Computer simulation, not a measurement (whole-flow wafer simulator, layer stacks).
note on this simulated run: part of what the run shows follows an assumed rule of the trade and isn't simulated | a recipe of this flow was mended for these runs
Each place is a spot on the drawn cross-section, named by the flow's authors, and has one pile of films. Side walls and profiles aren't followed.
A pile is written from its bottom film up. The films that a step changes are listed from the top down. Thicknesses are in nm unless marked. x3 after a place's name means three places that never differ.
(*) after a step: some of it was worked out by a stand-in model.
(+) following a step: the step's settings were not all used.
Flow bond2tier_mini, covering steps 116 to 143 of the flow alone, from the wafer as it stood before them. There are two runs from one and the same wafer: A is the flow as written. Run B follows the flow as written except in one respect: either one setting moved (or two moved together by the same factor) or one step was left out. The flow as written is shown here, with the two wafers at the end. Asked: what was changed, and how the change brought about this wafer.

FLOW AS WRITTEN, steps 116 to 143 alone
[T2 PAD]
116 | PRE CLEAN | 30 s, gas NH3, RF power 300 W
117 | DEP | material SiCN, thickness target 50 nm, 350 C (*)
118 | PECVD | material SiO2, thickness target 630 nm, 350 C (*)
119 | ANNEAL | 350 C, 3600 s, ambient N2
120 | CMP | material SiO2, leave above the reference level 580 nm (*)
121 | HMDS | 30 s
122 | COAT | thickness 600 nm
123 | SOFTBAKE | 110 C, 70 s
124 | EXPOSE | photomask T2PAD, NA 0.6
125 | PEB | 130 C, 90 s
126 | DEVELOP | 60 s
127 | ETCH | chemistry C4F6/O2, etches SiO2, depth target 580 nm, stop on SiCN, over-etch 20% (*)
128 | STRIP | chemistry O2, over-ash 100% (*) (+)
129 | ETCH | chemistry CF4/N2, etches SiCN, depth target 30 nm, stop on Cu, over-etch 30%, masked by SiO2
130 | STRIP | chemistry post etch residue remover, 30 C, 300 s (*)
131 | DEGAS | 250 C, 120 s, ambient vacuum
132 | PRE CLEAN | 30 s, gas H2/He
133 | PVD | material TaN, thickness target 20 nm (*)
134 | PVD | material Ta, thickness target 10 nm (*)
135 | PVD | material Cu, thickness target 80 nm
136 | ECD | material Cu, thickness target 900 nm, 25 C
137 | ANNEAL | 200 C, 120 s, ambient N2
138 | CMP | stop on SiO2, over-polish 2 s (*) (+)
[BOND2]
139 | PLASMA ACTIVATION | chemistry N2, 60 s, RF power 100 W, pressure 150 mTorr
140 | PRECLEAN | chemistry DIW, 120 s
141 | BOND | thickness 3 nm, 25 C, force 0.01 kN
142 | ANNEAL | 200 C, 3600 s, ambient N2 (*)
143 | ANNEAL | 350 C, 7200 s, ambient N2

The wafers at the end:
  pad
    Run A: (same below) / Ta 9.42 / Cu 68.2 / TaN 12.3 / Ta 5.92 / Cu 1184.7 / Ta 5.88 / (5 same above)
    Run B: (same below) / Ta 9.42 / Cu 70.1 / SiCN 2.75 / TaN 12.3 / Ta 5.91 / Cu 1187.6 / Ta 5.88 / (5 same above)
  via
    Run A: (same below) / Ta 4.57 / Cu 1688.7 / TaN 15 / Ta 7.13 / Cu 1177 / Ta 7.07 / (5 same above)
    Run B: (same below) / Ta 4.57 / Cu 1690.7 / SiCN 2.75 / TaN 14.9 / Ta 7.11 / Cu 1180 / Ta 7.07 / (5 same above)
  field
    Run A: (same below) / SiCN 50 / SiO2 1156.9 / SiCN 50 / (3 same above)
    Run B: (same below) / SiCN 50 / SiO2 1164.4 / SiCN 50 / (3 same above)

What caused this: step 129, ETCH: depth target 21.3 nm was run, while the flow as written has depth target 30 nm.

The path from the change to this, step by step:
  129 | ETCH | chemistry CF4/N2, etches SiCN, depth target 30 nm, stop on Cu, over-etch 30%, masked by SiO2
      pad, via: A SiCN loses 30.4 (all of it), Cu loses 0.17 | B SiCN loses 27.7
      field: A SiO2 loses 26 | B SiO2 loses 18.5
  130 | STRIP | chemistry post etch residue remover, 30 C, 300 s (*)
      pad, via: A Cu loses 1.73 | B nothing
With metal films that touch counted as one body, pad has 3 bodies (between them, from the top down: SiCN 2.75; SiO2 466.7 / Si 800 / chemical SiO2 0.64 / SiO2 300 / SiCN 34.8); the flow as written gives 2 bodies (between them, from the top down: SiO2 466.7 / Si 800 / chemical SiO2 0.64 / SiO2 300 / SiCN 34.8).
With metal films that touch counted as one body, via has 2 bodies (between them, from the top down: SiCN 2.75); the flow as written gives 1 body.
